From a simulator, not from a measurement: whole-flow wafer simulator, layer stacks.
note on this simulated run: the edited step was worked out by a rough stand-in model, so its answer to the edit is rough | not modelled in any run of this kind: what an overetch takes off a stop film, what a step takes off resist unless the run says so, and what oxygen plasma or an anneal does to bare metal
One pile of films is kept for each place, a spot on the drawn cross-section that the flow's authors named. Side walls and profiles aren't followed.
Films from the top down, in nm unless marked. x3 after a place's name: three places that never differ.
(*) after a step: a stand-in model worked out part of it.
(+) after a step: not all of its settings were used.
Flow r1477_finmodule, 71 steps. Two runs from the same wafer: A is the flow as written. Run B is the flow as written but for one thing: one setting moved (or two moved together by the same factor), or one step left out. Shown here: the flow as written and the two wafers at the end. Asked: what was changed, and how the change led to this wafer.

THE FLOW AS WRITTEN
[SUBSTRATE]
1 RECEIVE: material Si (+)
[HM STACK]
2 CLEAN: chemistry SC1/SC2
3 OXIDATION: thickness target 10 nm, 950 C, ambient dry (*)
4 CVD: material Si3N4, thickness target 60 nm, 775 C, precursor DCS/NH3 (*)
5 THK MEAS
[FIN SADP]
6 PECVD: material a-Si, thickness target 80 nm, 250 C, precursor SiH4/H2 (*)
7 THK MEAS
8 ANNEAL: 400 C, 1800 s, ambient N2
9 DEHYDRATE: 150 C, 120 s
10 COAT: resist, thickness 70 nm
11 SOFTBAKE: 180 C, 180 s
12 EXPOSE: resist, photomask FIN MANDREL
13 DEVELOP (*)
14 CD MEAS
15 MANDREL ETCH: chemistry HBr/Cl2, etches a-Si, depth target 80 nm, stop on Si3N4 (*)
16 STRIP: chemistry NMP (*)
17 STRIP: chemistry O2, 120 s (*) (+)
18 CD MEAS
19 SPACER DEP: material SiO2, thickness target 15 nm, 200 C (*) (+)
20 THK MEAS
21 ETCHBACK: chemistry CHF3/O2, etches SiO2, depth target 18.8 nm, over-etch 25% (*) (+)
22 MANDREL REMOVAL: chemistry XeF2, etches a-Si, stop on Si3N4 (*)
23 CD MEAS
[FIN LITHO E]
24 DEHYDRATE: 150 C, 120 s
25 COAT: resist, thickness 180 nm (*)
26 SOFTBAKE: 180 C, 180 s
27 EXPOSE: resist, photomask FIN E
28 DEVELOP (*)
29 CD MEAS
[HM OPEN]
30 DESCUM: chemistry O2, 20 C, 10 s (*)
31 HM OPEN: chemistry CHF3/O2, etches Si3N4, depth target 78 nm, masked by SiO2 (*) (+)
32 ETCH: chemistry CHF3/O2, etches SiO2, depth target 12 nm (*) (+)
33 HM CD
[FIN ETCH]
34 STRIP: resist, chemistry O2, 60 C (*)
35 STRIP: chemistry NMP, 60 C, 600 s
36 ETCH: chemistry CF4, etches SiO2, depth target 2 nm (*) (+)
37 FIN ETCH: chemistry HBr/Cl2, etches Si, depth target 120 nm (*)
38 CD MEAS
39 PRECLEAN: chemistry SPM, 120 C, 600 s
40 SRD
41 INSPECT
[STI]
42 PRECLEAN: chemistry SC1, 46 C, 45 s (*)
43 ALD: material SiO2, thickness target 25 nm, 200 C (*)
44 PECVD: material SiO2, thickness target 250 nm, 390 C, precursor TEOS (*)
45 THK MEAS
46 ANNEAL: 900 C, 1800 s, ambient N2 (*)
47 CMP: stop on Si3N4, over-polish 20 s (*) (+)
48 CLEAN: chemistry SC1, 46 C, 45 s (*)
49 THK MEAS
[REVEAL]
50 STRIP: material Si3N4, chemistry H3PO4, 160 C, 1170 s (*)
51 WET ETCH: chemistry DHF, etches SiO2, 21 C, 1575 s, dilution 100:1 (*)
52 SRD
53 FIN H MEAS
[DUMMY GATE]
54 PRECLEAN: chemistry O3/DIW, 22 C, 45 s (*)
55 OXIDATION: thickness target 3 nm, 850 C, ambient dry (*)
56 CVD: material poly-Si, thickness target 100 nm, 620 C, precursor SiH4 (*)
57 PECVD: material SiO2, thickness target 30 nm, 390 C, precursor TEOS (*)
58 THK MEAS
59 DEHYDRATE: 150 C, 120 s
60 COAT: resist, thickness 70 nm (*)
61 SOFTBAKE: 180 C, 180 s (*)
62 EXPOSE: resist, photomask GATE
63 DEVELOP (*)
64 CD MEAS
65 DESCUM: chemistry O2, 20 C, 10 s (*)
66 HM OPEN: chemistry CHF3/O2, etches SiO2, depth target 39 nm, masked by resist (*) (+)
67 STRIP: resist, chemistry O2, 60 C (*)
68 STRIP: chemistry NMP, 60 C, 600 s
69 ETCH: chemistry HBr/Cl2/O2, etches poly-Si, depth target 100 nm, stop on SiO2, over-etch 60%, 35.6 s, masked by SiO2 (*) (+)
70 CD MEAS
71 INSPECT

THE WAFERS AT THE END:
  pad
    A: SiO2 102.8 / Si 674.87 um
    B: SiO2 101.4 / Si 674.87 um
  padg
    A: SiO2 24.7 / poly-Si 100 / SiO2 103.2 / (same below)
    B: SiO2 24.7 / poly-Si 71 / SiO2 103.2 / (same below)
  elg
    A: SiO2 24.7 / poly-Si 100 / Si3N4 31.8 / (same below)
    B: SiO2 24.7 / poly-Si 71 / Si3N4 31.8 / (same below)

The cause: step 56, CVD: thickness target 71 nm was run, where the flow has thickness target 100 nm.
It can be read off the wafer: padg has poly-Si 71, and step 56 as written asks for 100 nm.

How the change led to this, step by step:
  56 CVD: material poly-Si, thickness target 100 nm, 620 C, precursor SiH4 (*)
      pad, padg, elg and 26 more: A poly-Si +100 (new film) | B poly-Si +71 (new film)
      s40cg, s40co: A poly-Si +113.9 (new film) | B poly-Si +84.1 (new film)
      (and at 5 more places)
  67 STRIP: resist, chemistry O2, 60 C (*)
      s40cg: A resist -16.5 (all of it) | B resist -17.2 (all of it)
      s45cg: A resist -16.9 (all of it) | B resist -17.8 (all of it)
      (and at 1 more place)
  69 ETCH: chemistry HBr/Cl2/O2, etches poly-Si, depth target 100 nm, stop on SiO2, over-etch 60%, 35.6 s, masked by SiO2 (*) (+)
      pad, eso, e40so and 8 more: A chemical SiO2 -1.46 (all of it), poly-Si -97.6 (all of it), SiO2 -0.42 | B chemical SiO2 -1.46 (all of it), poly-Si -68.6 (all of it), SiO2 -1.87
      elo, e40lo, e100lo, e200lo: A chemical SiO2 -1.46 (all of it), poly-Si -97.6 (all of it), Si3N4 -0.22 | B chemical SiO2 -1.46 (all of it), poly-Si -68.6 (all of it), Si3N4 -2.86
      (and at 3 more places)
